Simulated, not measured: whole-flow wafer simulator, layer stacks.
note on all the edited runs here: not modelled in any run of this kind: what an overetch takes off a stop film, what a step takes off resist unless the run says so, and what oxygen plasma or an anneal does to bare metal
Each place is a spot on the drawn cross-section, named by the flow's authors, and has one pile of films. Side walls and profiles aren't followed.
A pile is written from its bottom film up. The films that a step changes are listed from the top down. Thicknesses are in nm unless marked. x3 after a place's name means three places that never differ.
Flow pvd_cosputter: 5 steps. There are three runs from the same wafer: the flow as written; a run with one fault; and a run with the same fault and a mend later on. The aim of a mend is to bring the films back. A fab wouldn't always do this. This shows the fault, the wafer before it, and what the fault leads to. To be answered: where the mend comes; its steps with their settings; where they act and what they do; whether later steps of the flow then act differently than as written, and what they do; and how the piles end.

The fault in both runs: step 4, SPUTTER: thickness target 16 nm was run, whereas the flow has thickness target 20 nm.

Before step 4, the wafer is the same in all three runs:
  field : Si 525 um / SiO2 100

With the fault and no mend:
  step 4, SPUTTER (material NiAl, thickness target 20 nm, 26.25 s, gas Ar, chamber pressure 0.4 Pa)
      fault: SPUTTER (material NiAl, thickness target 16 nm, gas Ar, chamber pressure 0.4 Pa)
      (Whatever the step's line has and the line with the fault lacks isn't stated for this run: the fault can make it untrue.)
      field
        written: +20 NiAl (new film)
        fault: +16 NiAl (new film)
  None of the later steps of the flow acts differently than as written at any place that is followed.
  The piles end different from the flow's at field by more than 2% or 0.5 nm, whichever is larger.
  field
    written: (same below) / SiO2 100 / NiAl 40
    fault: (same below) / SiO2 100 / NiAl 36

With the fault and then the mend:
  The mend stands after step 4.
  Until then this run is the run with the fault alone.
  step 4a, SPUTTER (material NiAl, thickness target 4 nm, gas Ar, chamber pressure 0.4 Pa) (the flow's step 4, run once more with other settings)
      field
        +4 NiAl
  None of the later steps of the flow acts differently than as written at any place that is followed.
  The piles end the same as the flow's at every place that both follow.
